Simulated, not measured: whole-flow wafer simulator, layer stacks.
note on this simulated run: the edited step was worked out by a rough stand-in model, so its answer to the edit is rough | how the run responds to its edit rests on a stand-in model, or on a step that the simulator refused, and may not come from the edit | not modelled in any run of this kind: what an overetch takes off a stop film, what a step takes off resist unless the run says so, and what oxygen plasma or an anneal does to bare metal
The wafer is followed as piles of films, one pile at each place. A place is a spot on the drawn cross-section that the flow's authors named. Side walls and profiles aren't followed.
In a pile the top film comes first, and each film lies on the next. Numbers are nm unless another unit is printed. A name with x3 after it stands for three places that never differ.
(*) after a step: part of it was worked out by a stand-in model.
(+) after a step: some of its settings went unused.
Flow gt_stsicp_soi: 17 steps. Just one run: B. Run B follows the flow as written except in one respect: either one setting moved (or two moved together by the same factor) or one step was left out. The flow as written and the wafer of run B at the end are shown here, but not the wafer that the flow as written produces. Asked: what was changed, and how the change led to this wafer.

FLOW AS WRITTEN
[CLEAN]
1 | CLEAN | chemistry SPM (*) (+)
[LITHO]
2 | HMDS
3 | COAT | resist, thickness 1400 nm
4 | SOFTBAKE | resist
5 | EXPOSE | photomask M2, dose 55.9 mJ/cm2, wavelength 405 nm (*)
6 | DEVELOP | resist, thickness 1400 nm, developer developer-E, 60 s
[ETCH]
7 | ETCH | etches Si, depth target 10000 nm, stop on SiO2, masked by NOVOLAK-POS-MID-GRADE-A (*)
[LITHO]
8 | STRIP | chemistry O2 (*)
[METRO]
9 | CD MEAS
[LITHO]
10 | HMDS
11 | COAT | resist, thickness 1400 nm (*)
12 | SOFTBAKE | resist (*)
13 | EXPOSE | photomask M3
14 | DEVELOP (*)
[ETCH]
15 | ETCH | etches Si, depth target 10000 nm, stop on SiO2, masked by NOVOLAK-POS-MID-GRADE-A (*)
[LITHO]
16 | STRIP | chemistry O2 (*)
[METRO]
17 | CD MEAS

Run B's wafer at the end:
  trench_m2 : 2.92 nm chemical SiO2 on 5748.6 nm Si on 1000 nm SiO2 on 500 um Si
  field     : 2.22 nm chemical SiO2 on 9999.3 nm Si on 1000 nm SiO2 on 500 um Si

What caused this: step 7, ETCH: depth target 4250 nm was run, though the flow has depth target 10000 nm.

How this came from the change, step by step:
  7 | ETCH | etches Si, depth target 10000 nm, stop on SiO2, masked by NOVOLAK-POS-MID-GRADE-A (*)
      trench_m2: -0.8 chemical SiO2 (all of it), -4250 Si (in the flow as written it would be: -0.8 chemical SiO2 (all of it), -9999.9 Si (all of it))
      field, trench_m3: -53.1 resist (in the flow as written it would be: -125 resist)
  8 | STRIP | chemistry O2 (*)
      trench_m2: +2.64 chemical SiO2 (new film), -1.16 Si (in the flow as written it would be: nothing)
      field, trench_m3: -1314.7 resist (all of it), +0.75 chemical SiO2, -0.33 Si (in the flow as written it would be: -1242.8 resist (all of it), +0.74 chemical SiO2, -0.33 Si)
  11 | COAT | resist, thickness 1400 nm (*)
      field: +1371.2 resist (new film) (in the flow as written it would be: +1332.8 resist (new film))
      trench_m2: +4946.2 resist (new film) (in the flow as written it would be: +9583.4 resist (new film))
      (as well as at 1 more place)
  12 | SOFTBAKE | resist (*)
      trench_m2: +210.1 resist (in the flow as written it would be: nothing)
      trench_m3: +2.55 resist (in the flow as written it would be: nothing)
  14 | DEVELOP (*)
      trench_m3: -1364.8 resist (all of it) (in the flow as written it would be: -1311.7 resist (all of it))
  16 | STRIP | chemistry O2 (*)
      trench_m2: -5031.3 resist (all of it), +0.28 chemical SiO2, -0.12 Si (in the flow as written it would be: -9458.4 resist (all of it))
      field: -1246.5 resist (all of it), +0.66 chemical SiO2, -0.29 Si (in the flow as written it would be: -1207.8 resist (all of it), +0.94 chemical SiO2, -0.41 Si)
